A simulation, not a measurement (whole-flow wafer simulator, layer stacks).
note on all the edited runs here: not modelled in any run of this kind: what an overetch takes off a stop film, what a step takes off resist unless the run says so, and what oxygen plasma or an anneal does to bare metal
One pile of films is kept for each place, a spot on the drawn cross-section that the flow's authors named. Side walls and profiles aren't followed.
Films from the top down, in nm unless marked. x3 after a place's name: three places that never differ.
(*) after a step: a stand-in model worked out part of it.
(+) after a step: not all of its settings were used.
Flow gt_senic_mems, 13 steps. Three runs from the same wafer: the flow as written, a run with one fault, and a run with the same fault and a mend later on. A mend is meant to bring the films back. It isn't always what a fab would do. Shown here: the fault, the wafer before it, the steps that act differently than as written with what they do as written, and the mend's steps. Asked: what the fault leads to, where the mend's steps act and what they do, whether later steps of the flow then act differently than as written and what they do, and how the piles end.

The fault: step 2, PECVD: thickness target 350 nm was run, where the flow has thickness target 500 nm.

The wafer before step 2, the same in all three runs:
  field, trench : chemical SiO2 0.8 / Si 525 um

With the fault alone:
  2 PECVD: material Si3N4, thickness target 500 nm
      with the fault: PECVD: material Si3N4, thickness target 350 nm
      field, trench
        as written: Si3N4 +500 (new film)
        with the fault: Si3N4 +350 (new film)
  Later steps of the flow that act differently than as written (2 more steps differ only slightly, by at most 2% or 0.5 nm, whichever is larger, and aren't shown):
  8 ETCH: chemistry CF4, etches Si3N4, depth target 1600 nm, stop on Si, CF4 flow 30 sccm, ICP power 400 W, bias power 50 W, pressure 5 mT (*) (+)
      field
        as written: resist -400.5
        with the fault: resist -300.5
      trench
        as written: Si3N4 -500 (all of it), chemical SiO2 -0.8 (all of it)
        with the fault: Si3N4 -350 (all of it), chemical SiO2 -0.8 (all of it)
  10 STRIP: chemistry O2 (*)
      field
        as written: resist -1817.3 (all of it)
        with the fault: resist -1917.3 (all of it)
  At the end the piles differ from the flow's by more than 2% or 0.5 nm, whichever is larger, at field.
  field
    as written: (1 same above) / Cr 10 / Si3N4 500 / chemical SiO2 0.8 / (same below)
    with the fault: (1 same above) / Cr 10 / Si3N4 350 / chemical SiO2 0.8 / (same below)

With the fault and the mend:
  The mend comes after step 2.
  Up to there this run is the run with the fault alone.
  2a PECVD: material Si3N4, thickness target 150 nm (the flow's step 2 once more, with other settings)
      field, trench
        Si3N4 +150
  No later step of the flow acts differently than as written at any place that is followed.
  At the end the piles are the same as the flow's at every place that both follow.
